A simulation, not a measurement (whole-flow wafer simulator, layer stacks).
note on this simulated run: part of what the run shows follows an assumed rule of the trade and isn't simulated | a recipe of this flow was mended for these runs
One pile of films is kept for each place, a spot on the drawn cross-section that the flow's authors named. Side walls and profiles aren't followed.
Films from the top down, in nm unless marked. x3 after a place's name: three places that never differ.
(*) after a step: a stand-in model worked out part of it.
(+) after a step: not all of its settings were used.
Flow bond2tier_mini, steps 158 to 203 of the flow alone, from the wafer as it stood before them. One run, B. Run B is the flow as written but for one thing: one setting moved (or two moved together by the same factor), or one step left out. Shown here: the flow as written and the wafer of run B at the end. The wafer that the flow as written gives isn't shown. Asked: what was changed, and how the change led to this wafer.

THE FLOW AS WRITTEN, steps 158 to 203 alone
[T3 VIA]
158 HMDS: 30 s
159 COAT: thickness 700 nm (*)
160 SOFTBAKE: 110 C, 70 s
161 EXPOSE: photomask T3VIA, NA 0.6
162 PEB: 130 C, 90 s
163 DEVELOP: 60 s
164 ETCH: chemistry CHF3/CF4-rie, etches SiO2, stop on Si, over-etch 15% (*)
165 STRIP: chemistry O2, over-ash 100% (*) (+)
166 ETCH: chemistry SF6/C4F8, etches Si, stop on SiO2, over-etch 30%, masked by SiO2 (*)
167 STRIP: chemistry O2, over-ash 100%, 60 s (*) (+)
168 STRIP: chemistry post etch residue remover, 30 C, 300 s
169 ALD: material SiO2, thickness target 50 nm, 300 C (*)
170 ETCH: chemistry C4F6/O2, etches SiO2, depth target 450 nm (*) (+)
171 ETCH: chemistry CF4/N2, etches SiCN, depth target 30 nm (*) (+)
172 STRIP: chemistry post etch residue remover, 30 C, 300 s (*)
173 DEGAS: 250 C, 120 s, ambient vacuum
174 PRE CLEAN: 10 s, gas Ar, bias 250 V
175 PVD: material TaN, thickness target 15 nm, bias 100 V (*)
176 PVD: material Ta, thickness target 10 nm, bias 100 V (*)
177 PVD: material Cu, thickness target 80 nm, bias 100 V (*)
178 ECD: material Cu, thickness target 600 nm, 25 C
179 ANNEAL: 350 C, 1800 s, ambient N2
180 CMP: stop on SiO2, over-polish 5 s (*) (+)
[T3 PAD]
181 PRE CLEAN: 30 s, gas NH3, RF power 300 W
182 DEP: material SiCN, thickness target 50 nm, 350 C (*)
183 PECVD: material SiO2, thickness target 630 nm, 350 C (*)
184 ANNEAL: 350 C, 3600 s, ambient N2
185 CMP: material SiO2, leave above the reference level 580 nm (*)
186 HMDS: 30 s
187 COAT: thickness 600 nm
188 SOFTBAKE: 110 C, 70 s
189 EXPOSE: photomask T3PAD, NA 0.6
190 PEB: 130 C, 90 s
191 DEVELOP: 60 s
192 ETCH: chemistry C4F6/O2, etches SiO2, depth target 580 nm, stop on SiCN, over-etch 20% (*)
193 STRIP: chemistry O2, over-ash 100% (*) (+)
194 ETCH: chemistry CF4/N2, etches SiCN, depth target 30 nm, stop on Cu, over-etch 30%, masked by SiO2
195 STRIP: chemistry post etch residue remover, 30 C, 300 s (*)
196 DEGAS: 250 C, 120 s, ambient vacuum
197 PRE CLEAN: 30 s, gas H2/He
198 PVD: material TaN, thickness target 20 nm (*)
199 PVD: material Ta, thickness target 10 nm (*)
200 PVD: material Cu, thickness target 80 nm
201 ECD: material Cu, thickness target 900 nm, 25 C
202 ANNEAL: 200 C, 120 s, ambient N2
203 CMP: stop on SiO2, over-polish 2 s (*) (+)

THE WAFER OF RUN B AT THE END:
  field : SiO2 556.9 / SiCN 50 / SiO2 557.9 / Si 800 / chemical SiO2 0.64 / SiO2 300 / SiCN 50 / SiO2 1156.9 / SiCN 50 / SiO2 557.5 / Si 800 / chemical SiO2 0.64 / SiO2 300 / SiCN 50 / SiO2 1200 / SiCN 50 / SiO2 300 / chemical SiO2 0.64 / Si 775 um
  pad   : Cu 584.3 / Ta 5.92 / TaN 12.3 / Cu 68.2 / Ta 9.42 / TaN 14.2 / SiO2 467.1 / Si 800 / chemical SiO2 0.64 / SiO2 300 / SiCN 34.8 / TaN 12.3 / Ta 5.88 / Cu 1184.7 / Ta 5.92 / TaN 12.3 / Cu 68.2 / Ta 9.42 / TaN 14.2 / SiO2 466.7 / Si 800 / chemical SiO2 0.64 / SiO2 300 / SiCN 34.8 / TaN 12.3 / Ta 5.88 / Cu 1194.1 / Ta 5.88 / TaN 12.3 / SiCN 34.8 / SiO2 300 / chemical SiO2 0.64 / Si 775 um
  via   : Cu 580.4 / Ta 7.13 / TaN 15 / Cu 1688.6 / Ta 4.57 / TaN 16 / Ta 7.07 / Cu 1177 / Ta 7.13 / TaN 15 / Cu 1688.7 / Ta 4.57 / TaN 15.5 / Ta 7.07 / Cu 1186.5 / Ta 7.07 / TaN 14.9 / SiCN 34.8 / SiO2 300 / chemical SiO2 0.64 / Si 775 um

The cause: step 174, PRE CLEAN: bias 210 V was run, where the flow has bias 250 V.

How the change led to this, step by step:
  174 PRE CLEAN: 10 s, gas Ar, bias 250 V
      via: TaN -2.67 (as written it would be: TaN -3.19)
